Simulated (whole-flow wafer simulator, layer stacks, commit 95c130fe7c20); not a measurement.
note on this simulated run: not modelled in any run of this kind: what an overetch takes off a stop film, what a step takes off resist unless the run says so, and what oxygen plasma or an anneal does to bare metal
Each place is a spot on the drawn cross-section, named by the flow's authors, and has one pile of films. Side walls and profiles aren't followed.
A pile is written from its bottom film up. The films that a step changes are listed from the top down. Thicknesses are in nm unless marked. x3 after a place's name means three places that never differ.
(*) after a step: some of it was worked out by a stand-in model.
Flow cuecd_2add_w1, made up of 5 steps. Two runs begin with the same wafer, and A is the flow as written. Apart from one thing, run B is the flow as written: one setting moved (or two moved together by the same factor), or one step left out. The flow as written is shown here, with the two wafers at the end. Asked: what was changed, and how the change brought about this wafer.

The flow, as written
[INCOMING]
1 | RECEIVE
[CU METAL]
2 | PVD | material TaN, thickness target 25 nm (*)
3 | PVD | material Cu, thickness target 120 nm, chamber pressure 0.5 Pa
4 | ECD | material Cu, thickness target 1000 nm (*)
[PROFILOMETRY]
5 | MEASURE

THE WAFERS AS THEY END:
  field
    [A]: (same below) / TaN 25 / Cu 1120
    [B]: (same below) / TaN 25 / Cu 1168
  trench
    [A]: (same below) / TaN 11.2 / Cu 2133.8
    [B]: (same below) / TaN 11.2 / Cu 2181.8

What caused this: step 3, PVD: thickness target 168 nm was run, whereas the flow has thickness target 120 nm.

The path from the change to this, step by step:
  3 | PVD | material Cu, thickness target 120 nm, chamber pressure 0.5 Pa
      field: A Cu gains 120 (new film) | B Cu gains 168 (new film)
      trench: A Cu gains 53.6 (new film) | B Cu gains 73.9 (new film)
